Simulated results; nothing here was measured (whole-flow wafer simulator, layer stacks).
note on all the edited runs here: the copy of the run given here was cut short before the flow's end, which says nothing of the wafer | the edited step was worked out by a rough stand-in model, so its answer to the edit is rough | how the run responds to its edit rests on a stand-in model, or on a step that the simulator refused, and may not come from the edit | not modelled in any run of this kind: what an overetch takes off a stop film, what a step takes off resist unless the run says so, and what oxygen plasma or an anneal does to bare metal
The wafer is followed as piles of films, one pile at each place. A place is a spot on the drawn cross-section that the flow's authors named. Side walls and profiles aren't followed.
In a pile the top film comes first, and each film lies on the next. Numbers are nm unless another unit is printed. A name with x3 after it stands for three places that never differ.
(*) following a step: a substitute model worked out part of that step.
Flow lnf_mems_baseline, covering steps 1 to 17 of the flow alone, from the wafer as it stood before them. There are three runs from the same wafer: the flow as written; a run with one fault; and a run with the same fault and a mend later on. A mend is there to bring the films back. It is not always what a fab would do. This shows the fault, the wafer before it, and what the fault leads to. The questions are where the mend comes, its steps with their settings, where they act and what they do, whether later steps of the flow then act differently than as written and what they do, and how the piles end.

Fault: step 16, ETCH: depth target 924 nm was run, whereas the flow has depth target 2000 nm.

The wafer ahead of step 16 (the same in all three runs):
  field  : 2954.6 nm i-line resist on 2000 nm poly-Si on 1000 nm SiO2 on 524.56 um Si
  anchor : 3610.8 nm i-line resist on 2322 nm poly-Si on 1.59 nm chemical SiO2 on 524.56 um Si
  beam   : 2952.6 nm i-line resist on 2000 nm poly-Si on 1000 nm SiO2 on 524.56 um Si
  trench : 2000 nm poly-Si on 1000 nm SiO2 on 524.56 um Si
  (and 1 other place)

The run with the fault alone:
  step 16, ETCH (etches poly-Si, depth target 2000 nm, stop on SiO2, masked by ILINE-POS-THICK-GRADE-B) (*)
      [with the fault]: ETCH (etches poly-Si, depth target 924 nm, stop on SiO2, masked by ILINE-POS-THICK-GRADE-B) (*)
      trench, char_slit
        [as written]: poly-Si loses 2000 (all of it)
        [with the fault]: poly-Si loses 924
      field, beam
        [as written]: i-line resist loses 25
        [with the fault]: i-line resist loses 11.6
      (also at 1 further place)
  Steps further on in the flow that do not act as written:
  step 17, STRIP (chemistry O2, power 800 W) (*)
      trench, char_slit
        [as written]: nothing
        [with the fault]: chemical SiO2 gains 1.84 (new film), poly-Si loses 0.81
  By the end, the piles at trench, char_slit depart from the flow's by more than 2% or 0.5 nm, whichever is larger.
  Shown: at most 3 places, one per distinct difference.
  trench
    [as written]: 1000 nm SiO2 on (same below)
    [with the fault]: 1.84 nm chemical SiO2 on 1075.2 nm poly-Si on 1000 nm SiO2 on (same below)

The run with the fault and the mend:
  The mend stands after step 17.
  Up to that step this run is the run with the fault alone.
  step 17a, COAT (i-line resist, thickness 3000 nm) (*) (a further turn of the flow's step 11)
      field
        i-line resist gains 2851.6 (new film)
      anchor
        i-line resist gains 3465.6 (new film)
      beam
        i-line resist gains 2773.3 (new film)
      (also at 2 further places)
  step 17b, SOFTBAKE (115 C, 90 s) (a further turn of the flow's step 12)
      field
        i-line resist loses 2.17
      anchor
        i-line resist gains 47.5
      beam
        i-line resist gains 50.8
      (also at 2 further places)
  step 17c, EXPOSE (photomask CANT, dose 200 mJ/cm2, NA 0.45, wavelength 365 nm) (*) (a further turn of the flow's step 13)
      does not change any film at any place that is followed
  step 17d, PEB (i-line resist, 115 C, 90 s) (a further turn of the flow's step 14)
      field
        i-line resist loses 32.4
      anchor
        i-line resist loses 43.5
      beam
        i-line resist loses 32
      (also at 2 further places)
  step 17e, DEVELOP (i-line resist, thickness 3000 nm, developer developer-F, 60 s) (a further turn of the flow's step 15)
      field, anchor, beam
        i-line resist loses 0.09
      trench
        i-line resist loses 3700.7 (all of it)
      char_slit
        i-line resist loses 3743.2 (all of it)
  step 17f, ETCH (etches poly-Si, depth target 1076 nm, stop on SiO2, masked by ILINE-POS-THICK-GRADE-B) (*) (a further turn of the flow's step 16, with different settings)
      field, beam
        i-line resist loses 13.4
      trench, char_slit
        chemical SiO2 loses 1.84 (all of it), poly-Si loses 1075.2 (all of it)
      anchor
        i-line resist loses 13.5
  step 17g, STRIP (chemistry O2, power 800 W) (*) (a further turn of the flow's step 17)
      field
        i-line resist loses 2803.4 (all of it), chemical SiO2 gains 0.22, poly-Si loses 0.09
      anchor
        i-line resist loses 3456 (all of it), chemical SiO2 gains 0.22, poly-Si loses 0.09
      beam
        i-line resist loses 2778.5 (all of it), chemical SiO2 gains 0.22, poly-Si loses 0.09
  Later steps of the flow that are run all act as written at every place that is followed.
  The piles end only slightly different from the flow's at the places that both follow, by no more than 2% or 0.5 nm, whichever is larger.
